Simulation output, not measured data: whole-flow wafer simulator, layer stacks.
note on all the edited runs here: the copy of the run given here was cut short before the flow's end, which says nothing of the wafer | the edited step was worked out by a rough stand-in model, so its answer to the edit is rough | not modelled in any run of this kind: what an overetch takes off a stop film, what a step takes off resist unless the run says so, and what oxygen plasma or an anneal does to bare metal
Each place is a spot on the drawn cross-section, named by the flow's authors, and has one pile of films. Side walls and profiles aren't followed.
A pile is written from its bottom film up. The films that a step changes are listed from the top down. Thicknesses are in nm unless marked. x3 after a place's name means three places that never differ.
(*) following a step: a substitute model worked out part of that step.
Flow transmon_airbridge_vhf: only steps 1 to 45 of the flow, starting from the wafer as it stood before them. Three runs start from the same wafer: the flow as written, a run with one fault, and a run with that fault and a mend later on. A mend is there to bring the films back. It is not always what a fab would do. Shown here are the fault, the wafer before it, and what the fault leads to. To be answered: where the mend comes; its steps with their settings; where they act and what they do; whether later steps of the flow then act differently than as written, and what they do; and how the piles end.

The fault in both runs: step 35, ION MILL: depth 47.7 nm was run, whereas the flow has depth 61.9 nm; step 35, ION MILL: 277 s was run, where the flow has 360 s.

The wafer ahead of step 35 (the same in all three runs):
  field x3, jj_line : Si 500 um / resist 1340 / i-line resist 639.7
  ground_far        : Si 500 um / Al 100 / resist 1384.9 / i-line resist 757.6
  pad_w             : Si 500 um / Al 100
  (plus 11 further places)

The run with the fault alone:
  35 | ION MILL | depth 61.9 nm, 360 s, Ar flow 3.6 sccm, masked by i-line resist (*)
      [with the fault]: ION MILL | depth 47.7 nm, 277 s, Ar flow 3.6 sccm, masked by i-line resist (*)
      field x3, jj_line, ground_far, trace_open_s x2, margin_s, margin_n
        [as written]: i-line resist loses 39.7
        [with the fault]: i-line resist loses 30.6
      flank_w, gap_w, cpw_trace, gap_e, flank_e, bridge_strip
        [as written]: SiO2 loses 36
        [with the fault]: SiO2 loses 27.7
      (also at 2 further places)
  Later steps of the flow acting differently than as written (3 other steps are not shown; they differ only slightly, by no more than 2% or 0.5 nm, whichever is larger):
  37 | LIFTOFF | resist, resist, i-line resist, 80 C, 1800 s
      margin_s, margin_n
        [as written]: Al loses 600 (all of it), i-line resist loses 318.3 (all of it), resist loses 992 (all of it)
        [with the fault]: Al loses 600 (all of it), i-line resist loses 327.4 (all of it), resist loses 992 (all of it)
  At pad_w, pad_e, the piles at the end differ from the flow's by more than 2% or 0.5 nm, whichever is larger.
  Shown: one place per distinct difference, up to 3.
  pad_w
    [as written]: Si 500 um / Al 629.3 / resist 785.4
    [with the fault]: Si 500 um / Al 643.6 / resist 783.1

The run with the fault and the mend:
  The mend stands after step 35.
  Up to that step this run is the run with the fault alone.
  35a | ION MILL | depth 14.2 nm, 82.58 s, Ar flow 3.6 sccm, masked by i-line resist (*) (the flow's step 35, run once more with other settings)
      field x3, jj_line, ground_far, trace_open_s x2, margin_s, margin_n
        i-line resist loses 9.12
      flank_w, gap_w, cpw_trace, gap_e, flank_e, bridge_strip
        SiO2 loses 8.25
      pad_w, pad_e
        Al loses 14.2
  Later steps of the flow that are run all act as written at every place that is followed, up to a difference of at most 2% or 0.5 nm, whichever is larger.
  The piles end only slightly different from the flow's at the places that both follow, by no more than 2% or 0.5 nm, whichever is larger.
